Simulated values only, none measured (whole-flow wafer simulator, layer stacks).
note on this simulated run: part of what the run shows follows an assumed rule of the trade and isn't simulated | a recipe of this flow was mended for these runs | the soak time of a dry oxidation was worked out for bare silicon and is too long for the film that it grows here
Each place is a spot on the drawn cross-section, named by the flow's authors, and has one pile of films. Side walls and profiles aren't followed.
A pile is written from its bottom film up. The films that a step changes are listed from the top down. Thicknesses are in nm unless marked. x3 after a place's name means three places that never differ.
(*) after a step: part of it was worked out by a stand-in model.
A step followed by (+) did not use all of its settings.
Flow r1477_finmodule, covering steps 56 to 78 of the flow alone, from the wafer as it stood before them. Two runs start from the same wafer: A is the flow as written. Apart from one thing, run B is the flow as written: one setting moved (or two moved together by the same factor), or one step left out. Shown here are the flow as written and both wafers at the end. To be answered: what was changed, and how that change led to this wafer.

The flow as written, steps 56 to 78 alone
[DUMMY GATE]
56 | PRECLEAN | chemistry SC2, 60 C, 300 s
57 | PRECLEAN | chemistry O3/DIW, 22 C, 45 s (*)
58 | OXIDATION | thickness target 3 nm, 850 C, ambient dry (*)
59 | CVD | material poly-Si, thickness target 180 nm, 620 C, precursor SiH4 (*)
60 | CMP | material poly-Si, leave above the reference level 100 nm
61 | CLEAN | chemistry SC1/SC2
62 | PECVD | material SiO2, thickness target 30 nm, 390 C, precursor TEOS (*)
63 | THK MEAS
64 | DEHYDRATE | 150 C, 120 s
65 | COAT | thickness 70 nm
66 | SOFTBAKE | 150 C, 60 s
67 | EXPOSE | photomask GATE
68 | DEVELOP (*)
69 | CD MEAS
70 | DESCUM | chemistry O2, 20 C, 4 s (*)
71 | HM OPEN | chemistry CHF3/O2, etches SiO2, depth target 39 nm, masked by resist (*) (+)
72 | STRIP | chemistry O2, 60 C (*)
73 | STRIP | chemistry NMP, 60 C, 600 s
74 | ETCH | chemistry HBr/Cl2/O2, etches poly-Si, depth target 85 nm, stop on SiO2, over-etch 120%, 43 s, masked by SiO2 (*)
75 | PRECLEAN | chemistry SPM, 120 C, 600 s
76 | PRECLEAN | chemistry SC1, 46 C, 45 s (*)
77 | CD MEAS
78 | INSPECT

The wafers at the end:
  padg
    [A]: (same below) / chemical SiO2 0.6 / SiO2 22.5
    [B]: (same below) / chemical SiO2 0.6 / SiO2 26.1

Cause: step 62, PECVD: thickness target 33.6 nm was run, while the flow as written has thickness target 30 nm.

Step by step, how the change led to this:
  62 | PECVD | material SiO2, thickness target 30 nm, 390 C, precursor TEOS (*)
      pad, padg, elg x7 and 27 more: A SiO2 gains 30 (new film) | B SiO2 gains 33.6 (new film)
  71 | HM OPEN | chemistry CHF3/O2, etches SiO2, depth target 39 nm, masked by resist (*) (+)
      pad, elo x7, eso x6, e200so, s40co x3: A SiO2 loses 30 (all of it), chemical SiO2 loses 0.6 (all of it), poly-Si loses 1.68 | B SiO2 loses 33.6 (all of it), chemical SiO2 loses 0.6 (all of it), poly-Si loses 0.96
